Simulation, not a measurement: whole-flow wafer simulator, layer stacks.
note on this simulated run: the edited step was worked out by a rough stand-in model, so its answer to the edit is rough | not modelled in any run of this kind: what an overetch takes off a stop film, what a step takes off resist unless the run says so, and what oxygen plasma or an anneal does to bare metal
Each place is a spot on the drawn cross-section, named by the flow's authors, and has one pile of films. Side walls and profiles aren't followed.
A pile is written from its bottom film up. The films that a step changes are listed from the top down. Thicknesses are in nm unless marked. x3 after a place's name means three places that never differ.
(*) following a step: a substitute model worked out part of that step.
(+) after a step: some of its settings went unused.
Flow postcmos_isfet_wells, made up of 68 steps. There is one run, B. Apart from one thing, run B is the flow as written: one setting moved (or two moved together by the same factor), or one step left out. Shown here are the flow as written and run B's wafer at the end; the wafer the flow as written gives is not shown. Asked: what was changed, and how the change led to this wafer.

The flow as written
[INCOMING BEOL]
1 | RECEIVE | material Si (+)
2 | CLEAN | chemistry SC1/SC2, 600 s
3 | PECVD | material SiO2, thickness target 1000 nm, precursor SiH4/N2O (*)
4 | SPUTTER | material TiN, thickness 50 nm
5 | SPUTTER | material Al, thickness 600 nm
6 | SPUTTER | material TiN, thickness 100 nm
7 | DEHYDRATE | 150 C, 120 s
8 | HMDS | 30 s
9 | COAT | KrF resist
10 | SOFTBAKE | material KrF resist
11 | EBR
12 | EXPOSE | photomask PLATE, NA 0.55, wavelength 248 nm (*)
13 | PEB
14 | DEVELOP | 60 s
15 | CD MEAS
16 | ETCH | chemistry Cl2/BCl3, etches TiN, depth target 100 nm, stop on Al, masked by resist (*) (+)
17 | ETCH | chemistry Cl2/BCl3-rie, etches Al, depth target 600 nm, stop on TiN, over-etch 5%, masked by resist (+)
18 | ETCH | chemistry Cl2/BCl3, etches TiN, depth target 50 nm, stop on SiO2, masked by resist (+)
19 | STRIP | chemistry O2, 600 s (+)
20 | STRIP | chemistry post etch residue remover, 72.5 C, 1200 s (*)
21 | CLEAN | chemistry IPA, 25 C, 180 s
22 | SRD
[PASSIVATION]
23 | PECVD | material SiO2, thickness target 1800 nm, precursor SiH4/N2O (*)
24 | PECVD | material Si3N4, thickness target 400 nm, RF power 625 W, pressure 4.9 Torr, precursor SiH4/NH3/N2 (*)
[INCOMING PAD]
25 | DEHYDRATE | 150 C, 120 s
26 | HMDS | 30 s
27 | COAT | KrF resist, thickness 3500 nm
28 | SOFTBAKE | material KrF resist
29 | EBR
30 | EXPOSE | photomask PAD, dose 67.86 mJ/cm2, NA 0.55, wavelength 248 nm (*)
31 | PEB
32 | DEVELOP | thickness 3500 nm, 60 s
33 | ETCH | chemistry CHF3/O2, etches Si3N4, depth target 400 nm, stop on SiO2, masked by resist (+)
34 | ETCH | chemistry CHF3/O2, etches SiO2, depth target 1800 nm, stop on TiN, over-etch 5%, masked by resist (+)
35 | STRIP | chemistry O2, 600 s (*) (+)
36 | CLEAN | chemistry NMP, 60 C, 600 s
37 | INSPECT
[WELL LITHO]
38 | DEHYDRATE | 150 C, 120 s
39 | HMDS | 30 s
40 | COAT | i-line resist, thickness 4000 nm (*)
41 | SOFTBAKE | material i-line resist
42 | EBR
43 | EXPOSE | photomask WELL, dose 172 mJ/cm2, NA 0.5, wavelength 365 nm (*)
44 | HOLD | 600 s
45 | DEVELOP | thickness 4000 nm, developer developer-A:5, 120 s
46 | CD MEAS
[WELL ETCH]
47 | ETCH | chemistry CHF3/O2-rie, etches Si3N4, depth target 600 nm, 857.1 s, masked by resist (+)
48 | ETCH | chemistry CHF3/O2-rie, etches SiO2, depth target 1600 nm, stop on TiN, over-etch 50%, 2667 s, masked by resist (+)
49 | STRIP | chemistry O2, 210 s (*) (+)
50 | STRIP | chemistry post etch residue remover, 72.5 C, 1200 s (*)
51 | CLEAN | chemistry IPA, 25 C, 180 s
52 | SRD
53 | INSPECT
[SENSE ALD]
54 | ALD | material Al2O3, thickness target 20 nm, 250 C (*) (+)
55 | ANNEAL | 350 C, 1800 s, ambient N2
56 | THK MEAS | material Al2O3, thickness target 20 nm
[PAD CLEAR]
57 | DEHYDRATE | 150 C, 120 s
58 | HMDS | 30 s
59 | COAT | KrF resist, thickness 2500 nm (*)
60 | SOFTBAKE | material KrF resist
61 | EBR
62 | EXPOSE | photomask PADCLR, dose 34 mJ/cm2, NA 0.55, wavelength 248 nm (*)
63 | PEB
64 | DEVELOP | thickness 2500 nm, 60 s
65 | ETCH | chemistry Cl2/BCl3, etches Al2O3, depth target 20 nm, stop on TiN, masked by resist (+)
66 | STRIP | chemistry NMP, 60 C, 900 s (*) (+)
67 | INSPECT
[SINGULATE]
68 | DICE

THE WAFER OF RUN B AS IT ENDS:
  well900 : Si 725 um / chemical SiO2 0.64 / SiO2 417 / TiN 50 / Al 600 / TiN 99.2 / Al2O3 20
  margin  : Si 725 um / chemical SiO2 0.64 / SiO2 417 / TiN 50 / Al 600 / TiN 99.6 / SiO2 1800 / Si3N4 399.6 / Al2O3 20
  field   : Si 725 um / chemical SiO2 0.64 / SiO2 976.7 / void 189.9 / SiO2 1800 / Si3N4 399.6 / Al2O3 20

The reason: step 3, PECVD: thickness target 417 nm was run, whereas the flow has thickness target 1000 nm.
The wafer itself shows it: well900 has SiO2 417, and step 3 as written asks for 1000 nm.

The path from the change to this, step by step:
  3 | PECVD | material SiO2, thickness target 1000 nm, precursor SiH4/N2O (*)
      field, margin, well900, well1300 x3, pad_rim, pad_clr, pad_open: +417 SiO2 (new film) (as written it would have been: +1000 SiO2 (new film))
